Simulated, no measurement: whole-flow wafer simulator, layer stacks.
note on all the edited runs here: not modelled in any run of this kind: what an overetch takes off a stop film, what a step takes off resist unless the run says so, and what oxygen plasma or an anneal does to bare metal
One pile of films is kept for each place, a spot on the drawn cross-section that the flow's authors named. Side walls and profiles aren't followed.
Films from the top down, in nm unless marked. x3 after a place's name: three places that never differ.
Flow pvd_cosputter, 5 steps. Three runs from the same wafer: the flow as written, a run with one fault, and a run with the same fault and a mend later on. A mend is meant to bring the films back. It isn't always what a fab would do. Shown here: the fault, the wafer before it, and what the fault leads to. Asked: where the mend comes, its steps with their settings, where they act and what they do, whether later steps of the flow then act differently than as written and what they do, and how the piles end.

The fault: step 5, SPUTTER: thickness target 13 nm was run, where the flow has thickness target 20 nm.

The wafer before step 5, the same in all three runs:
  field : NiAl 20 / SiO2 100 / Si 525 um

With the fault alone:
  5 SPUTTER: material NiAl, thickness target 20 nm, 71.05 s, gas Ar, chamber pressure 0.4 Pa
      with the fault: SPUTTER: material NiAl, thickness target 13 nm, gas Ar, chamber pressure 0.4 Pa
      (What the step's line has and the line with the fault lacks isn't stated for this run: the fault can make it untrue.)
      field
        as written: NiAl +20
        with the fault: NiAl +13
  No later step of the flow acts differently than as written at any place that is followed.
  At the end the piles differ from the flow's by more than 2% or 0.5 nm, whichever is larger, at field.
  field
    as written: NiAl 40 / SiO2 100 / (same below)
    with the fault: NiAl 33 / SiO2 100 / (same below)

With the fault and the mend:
  The mend comes after step 5.
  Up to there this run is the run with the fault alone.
  5a SPUTTER: material NiAl, thickness target 7 nm, gas Ar, chamber pressure 0.4 Pa (the flow's step 5 once more, with other settings)
      field
        NiAl +7
  No later step of the flow acts differently than as written at any place that is followed.
  At the end the piles are the same as the flow's at every place that both follow.
